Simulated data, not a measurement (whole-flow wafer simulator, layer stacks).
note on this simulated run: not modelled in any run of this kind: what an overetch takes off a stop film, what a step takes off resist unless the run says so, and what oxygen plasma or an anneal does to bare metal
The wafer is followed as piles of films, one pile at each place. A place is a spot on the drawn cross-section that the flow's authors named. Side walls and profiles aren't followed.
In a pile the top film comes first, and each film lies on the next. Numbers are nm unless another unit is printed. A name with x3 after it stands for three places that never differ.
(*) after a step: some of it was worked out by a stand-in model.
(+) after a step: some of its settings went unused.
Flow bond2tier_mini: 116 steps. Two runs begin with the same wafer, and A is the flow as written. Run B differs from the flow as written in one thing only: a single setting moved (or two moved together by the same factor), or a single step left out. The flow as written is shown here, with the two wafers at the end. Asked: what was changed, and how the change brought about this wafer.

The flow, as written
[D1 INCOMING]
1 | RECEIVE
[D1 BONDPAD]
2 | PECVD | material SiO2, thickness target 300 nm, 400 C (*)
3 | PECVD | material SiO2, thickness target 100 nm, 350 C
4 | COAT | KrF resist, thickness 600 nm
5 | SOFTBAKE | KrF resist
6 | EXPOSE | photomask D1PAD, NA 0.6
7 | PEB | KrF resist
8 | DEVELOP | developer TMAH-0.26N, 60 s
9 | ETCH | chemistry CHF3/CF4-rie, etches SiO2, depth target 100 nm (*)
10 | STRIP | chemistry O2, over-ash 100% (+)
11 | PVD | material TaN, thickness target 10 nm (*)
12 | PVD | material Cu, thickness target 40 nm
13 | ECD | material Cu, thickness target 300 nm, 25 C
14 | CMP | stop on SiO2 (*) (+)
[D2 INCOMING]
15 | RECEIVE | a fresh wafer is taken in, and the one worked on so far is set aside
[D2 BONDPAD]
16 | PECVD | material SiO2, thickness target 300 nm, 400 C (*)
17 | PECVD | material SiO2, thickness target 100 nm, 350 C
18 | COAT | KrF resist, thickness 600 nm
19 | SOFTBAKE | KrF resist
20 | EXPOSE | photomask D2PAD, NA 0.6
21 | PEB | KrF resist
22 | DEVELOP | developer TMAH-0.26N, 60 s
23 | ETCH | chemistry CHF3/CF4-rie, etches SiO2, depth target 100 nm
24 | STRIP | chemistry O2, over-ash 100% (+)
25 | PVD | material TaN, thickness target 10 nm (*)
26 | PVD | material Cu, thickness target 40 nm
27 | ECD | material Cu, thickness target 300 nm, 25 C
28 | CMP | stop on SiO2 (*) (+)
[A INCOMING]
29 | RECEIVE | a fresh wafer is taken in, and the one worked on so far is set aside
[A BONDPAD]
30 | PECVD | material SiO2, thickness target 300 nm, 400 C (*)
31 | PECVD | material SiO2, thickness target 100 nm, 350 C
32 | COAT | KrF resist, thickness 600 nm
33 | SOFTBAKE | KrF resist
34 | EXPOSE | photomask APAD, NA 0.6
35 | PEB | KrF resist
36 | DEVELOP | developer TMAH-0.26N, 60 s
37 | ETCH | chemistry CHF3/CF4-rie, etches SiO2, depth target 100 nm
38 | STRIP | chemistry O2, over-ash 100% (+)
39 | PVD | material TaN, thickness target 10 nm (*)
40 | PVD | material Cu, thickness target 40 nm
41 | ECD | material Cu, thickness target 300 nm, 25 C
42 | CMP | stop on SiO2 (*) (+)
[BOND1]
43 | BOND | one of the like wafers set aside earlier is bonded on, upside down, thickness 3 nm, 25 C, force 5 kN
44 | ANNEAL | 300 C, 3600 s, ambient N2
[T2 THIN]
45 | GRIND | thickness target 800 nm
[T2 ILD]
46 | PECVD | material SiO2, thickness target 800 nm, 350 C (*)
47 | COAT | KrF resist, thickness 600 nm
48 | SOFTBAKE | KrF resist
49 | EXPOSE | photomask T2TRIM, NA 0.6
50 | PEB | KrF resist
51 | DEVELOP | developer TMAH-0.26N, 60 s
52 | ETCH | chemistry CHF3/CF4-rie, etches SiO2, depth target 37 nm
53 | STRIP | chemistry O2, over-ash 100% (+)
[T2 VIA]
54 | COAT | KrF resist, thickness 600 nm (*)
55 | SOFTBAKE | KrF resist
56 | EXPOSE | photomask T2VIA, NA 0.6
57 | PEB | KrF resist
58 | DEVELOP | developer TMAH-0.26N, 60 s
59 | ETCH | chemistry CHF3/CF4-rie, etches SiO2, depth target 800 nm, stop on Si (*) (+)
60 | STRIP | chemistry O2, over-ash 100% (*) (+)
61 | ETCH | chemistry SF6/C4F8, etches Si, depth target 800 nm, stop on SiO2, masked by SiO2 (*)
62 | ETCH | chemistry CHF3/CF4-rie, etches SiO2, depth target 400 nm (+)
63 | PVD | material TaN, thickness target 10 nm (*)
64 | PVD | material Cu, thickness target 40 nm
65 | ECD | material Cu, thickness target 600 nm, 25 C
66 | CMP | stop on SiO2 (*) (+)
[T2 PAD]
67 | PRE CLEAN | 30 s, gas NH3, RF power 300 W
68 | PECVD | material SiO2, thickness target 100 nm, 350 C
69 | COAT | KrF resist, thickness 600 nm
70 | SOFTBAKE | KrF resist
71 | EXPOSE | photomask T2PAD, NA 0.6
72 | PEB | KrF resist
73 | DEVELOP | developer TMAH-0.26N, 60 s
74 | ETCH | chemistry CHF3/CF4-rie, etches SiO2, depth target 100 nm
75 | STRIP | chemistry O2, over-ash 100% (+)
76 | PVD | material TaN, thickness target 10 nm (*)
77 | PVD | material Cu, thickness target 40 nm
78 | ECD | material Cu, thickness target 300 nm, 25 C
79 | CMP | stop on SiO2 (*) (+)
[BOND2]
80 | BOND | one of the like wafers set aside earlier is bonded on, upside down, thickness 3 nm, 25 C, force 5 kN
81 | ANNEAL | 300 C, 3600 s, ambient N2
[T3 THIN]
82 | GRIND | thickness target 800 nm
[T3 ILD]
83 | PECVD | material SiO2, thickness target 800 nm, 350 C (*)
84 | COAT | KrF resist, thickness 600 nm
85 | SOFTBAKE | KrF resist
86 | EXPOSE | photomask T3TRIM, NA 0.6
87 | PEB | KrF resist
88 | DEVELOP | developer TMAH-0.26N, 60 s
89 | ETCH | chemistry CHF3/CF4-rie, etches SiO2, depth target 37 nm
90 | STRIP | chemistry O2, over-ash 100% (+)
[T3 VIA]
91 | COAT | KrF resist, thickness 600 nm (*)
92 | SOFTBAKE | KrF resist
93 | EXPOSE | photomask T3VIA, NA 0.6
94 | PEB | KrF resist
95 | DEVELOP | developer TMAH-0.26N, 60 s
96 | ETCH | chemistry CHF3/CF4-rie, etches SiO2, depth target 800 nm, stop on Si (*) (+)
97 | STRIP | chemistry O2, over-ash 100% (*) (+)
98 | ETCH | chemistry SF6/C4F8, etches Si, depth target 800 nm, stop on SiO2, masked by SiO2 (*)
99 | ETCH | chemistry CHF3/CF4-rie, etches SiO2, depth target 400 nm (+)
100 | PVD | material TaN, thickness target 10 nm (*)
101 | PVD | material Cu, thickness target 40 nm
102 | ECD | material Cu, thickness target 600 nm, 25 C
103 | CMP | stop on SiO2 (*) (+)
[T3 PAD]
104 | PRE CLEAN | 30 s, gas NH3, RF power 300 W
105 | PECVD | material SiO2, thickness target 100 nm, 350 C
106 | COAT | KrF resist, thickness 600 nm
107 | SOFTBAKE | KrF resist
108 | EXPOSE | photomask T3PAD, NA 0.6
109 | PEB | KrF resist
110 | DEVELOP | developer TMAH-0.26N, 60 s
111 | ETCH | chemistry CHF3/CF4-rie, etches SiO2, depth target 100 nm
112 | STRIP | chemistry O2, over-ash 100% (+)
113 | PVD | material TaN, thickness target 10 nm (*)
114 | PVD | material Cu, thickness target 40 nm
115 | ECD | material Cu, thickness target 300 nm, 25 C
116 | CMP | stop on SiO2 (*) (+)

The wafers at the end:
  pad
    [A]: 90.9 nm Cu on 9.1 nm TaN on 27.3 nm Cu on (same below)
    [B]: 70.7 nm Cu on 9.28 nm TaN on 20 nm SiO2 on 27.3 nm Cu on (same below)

Cause: step 111, ETCH: depth target 80 nm was run, though the flow has depth target 100 nm.

How this came from the change, step by step:
  111 | ETCH | chemistry CHF3/CF4-rie, etches SiO2, depth target 100 nm
      pad: A SiO2 loses 100 (all of it) | B SiO2 loses 80
      field: A KrF resist loses 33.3 | B KrF resist loses 26.7
  115 | ECD | material Cu, thickness target 300 nm, 25 C
      pad: A Cu gains 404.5 | B Cu gains 383.6
Taking metal films that touch as one body, pad has 4 bodies (between them, from the top down: SiO2 20; SiO2 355 / Si 800 / chemical SiO2 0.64 / SiO2 300; SiO2 355 / Si 800 / chemical SiO2 0.64 / SiO2 300); the flow as written gives 3 bodies (between them, from the top down: SiO2 355 / Si 800 / chemical SiO2 0.64 / SiO2 300; SiO2 355 / Si 800 / chemical SiO2 0.64 / SiO2 300).
